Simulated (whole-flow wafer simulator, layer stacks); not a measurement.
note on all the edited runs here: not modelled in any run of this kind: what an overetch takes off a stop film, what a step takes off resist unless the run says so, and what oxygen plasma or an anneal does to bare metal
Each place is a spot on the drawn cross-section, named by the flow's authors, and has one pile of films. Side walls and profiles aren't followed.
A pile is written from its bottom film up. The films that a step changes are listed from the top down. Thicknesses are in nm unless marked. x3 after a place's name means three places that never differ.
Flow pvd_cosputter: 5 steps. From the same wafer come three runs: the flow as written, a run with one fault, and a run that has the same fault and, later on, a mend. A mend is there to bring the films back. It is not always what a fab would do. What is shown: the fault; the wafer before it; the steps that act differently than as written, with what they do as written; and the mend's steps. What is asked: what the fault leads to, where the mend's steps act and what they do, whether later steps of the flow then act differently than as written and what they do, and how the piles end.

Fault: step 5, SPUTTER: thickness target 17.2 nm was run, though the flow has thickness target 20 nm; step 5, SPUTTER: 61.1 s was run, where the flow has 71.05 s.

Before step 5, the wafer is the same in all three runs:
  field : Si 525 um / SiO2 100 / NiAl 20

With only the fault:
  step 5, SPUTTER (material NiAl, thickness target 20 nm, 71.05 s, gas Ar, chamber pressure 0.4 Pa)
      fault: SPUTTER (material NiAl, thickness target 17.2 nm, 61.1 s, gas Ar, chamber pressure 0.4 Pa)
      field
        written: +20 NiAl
        fault: +17.2 NiAl
  Every later step of the flow that is run acts as written at every place that is followed.
  The piles end different from the flow's at field by more than 2% or 0.5 nm, whichever is larger.
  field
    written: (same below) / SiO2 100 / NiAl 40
    fault: (same below) / SiO2 100 / NiAl 37.2

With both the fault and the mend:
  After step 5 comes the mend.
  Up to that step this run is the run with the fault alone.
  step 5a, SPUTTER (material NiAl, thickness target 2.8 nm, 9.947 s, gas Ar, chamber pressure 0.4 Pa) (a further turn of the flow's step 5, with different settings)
      field
        +2.8 NiAl
  Every later step of the flow that is run acts as written at every place that is followed.
  By the end, the piles equal the flow's at every place that both follow.
